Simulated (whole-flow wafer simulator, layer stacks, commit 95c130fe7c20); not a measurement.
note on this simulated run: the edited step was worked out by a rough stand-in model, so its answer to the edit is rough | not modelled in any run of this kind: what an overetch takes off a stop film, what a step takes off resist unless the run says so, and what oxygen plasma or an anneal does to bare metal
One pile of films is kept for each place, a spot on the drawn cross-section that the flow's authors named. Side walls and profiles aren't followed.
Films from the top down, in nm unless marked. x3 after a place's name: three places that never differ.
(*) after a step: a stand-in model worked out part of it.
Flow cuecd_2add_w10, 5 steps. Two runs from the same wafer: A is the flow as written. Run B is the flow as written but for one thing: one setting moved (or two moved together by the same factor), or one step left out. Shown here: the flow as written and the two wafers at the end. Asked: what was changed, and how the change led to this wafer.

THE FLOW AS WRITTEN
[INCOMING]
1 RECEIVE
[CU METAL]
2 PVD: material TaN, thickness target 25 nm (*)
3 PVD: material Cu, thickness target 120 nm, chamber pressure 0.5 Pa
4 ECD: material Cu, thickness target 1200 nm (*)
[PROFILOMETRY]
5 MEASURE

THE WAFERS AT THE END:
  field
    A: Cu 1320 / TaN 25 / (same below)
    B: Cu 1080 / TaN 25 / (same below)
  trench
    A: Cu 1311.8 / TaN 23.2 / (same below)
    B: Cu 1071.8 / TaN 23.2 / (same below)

The cause: step 4, ECD: thickness target 960 nm was run, where the flow has thickness target 1200 nm.

How the change led to this, step by step:
  4 ECD: material Cu, thickness target 1200 nm (*)
      field, trench: A Cu +1200 | B Cu +960
